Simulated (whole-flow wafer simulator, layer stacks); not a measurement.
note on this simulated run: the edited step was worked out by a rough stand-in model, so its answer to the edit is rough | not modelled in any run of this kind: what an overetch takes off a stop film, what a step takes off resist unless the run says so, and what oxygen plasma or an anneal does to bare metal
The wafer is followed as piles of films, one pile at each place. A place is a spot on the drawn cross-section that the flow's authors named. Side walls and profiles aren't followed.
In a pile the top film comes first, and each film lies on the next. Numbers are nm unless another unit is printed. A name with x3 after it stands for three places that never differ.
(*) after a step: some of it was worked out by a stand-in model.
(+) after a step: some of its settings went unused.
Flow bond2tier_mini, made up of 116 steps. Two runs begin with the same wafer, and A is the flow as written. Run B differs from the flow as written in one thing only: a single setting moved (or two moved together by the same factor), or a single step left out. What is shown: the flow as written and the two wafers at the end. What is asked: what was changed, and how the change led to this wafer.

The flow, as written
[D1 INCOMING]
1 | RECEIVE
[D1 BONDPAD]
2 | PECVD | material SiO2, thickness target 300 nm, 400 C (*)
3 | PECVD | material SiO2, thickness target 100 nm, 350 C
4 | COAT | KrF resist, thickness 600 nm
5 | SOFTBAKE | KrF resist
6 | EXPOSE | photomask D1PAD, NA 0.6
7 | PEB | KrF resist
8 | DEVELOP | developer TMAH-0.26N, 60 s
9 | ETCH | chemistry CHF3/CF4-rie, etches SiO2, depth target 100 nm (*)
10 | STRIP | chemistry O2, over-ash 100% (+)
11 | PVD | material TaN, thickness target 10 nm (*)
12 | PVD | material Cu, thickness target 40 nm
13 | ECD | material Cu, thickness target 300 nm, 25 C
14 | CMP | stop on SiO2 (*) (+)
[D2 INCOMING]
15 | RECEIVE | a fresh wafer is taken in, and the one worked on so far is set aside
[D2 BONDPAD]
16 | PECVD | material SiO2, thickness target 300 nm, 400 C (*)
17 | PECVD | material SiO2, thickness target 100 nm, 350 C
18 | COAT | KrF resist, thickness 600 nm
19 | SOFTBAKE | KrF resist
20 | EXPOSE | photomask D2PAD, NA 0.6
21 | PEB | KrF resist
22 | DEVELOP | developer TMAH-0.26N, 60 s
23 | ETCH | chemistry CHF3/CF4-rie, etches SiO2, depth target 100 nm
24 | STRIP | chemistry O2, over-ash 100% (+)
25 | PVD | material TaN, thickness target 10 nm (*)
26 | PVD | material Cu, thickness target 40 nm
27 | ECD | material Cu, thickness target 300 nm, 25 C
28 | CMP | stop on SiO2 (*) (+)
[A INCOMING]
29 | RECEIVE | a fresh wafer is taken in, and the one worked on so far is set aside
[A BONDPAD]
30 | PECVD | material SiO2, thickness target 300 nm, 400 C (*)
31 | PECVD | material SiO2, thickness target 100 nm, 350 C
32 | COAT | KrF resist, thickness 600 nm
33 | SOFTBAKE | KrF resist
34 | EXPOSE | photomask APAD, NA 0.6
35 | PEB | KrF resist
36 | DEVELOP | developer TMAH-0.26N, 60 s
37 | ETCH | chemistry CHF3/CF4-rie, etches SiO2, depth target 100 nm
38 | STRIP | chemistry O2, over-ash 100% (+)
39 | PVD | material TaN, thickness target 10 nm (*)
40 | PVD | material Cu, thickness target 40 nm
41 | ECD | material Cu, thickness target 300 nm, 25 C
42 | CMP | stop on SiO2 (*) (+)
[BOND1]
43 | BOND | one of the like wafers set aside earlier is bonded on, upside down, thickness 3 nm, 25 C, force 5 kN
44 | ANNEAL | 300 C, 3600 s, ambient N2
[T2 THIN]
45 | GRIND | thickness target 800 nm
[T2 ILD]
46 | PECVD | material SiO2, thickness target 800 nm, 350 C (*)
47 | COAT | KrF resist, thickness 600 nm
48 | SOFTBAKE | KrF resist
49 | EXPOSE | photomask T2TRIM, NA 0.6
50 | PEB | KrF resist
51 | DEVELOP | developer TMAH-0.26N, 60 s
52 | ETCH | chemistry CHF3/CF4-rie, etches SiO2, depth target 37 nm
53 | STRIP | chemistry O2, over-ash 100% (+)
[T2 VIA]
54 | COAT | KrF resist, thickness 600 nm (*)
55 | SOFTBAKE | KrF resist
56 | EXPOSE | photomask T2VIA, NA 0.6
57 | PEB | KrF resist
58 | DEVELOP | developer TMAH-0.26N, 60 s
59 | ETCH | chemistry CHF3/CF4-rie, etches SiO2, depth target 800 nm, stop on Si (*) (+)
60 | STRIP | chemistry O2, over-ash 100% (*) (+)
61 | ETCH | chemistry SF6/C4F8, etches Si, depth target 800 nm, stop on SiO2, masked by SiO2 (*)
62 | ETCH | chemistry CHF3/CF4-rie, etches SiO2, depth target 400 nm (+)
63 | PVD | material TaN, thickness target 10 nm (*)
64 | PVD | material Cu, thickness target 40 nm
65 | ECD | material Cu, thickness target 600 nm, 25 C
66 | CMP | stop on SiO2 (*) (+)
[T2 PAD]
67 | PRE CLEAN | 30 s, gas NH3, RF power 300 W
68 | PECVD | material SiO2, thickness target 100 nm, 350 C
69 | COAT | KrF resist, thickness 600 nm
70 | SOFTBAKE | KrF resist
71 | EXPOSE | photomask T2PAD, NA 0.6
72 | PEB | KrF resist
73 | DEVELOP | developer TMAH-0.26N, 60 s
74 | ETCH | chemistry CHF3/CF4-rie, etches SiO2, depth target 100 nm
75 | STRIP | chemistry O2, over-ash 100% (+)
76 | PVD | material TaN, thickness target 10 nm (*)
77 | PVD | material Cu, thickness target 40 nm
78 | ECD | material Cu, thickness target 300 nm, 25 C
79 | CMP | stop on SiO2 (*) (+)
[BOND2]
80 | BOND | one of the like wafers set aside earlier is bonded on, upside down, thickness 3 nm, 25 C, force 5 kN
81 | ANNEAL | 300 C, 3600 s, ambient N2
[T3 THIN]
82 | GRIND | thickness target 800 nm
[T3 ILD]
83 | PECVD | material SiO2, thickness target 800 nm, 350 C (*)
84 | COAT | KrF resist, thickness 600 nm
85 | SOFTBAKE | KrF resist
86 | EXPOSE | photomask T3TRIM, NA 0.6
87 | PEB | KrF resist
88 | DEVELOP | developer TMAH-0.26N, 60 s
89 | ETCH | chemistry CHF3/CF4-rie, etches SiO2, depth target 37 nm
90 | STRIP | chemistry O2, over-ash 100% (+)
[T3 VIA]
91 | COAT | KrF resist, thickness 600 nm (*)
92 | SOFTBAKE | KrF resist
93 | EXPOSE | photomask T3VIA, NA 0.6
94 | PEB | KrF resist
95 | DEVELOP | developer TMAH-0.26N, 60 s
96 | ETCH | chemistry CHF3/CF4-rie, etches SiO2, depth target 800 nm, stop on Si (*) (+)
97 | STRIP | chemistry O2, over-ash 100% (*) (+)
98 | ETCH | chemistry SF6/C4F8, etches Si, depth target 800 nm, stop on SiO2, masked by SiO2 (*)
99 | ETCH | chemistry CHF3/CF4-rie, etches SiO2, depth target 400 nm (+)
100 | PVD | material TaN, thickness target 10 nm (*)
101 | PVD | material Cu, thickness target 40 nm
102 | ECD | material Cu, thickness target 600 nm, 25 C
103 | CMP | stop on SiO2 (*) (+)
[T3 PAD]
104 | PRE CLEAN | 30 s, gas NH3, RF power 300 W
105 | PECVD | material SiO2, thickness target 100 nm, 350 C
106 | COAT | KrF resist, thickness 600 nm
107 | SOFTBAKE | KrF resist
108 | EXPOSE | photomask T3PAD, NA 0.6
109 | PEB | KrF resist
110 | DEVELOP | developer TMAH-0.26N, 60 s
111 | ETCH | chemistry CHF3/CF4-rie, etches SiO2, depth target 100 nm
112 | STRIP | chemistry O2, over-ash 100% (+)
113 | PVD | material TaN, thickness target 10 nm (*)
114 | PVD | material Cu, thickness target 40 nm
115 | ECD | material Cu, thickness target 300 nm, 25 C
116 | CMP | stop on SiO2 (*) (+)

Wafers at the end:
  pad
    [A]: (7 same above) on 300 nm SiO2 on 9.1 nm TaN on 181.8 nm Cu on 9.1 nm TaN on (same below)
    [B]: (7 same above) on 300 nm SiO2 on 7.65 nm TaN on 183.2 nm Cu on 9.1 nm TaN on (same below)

Cause: step 25, PVD: thickness target 8.4 nm was run, while the flow as written has thickness target 10 nm.

How this came from the change, step by step:
  25 | PVD | material TaN, thickness target 10 nm (*)
      field: A TaN gains 10 (new film) | B TaN gains 8.4 (new film)
      pad: A TaN gains 9.1 (new film) | B TaN gains 7.65 (new film)
      (and at 1 other place as well)
  28 | CMP | stop on SiO2 (*) (+)
      field: A Cu loses 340 (all of it), TaN loses 10 (all of it) | B Cu loses 340 (all of it), TaN loses 8.4 (all of it)
  80 | BOND | one of the like wafers set aside earlier is bonded on, upside down, thickness 3 nm, 25 C, force 5 kN
      pad: A Si gains 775 um (new film), chemical SiO2 gains 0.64 (new film), SiO2 gains 300 (new film), TaN gains 9.1 (new film), Cu gains 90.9 | B Si gains 775 um (new film), chemical SiO2 gains 0.64 (new film), SiO2 gains 300 (new film), TaN gains 7.65 (new film), Cu gains 92.4
